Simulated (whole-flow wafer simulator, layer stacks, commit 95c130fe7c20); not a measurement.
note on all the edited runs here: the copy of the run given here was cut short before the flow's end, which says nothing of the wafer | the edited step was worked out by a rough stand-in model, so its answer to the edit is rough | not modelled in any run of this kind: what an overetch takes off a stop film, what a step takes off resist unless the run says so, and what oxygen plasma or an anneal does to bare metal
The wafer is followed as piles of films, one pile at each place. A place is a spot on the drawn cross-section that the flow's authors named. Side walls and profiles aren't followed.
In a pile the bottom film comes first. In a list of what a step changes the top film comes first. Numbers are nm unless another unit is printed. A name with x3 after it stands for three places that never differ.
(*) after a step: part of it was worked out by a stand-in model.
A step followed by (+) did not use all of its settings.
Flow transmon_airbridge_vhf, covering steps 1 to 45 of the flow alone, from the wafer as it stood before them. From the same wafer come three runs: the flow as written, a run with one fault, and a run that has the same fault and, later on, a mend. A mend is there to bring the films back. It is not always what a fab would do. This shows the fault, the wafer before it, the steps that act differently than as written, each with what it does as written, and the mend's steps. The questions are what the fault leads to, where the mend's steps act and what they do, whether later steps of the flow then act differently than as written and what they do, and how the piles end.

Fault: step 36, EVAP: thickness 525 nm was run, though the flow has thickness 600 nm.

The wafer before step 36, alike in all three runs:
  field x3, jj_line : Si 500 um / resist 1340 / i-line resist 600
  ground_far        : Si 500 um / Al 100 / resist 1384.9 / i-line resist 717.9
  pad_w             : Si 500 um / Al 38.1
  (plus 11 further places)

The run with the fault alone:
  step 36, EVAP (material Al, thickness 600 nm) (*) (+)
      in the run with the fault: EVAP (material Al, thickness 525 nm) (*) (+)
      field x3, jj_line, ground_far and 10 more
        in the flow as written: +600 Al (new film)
        in the run with the fault: +525 Al (new film)
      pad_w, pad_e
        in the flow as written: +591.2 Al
        in the run with the fault: +517.3 Al
  Later steps of the flow acting differently than as written:
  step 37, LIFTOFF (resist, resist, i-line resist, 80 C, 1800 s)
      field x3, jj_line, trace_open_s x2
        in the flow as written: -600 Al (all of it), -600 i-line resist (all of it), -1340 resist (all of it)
        in the run with the fault: -525 Al (all of it), -600 i-line resist (all of it), -1340 resist (all of it)
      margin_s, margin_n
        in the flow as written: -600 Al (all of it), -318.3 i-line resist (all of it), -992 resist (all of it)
        in the run with the fault: -525 Al (all of it), -318.3 i-line resist (all of it), -992 resist (all of it)
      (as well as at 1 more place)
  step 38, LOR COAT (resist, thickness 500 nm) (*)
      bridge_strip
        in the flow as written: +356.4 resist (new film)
        in the run with the fault: +364.7 resist (new film)
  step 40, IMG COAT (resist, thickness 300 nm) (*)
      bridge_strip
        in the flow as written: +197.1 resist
        in the run with the fault: +201.5 resist
  At pad_w, flank_w, gap_w, cpw_trace, gap_e, flank_e, pad_e, bridge_strip, the piles at the end differ from the flow's by more than 2% or 0.5 nm, whichever is larger.
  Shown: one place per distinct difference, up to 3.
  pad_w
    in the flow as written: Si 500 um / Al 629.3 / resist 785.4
    in the run with the fault: Si 500 um / Al 555.4 / resist 794.1
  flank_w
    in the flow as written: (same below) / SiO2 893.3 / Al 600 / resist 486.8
    in the run with the fault: (same below) / SiO2 893.3 / Al 525 / resist 491.1
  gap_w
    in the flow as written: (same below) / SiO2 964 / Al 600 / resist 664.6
    in the run with the fault: (same below) / SiO2 964 / Al 525 / resist 670.3

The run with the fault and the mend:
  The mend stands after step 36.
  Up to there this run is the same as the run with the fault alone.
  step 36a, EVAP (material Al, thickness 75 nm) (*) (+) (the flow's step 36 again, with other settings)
      field x3, jj_line, ground_far and 10 more
        +75 Al
      pad_w, pad_e
        +73.9 Al
  Later steps of the flow that are run all act as written at every place that is followed, up to a difference of at most 2% or 0.5 nm, whichever is larger.
  At the end the piles are close to the flow's at the places that both follow, differing by at most 2% or 0.5 nm, whichever is larger.
